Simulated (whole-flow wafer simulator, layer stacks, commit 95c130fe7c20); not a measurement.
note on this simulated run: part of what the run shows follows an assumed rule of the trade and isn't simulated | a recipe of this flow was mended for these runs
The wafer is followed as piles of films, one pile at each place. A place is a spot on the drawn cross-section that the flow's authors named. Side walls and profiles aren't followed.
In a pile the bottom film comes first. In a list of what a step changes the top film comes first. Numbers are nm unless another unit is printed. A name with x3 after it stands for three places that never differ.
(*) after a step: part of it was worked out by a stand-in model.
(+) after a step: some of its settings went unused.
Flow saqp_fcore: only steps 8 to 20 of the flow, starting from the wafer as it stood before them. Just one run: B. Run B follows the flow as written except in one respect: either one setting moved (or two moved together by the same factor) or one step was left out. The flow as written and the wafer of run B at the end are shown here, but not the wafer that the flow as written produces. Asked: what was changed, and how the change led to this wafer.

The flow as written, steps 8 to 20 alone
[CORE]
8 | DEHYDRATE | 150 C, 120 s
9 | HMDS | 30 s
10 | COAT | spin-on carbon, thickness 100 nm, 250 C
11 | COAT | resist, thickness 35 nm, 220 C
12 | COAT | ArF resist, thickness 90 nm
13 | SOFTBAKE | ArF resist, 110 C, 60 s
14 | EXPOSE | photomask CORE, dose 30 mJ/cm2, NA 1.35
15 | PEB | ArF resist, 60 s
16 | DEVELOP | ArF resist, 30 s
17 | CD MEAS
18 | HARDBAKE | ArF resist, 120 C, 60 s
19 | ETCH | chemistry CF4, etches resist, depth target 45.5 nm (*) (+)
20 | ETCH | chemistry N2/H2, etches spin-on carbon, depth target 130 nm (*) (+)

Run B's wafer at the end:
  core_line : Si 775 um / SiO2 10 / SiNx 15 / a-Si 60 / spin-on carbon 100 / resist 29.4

Cause: step 12, COAT: thickness 111 nm was run, whereas the flow has thickness 90 nm.

The path from the change to this, step by step:
  12 | COAT | ArF resist, thickness 90 nm
      field x2, core_line: ArF resist gains 111 (new film) (it would be, as written: ArF resist gains 90 (new film))
  16 | DEVELOP | ArF resist, 30 s
      field x2: ArF resist loses 110.5 (all of it) (it would be, as written: ArF resist loses 89.6 (all of it))
  20 | ETCH | chemistry N2/H2, etches spin-on carbon, depth target 130 nm (*) (+)
      core_line: ArF resist loses 74.5 (all of it), resist loses 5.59 (it would be, as written: ArF resist loses 53.9 (all of it), resist loses 6.44)
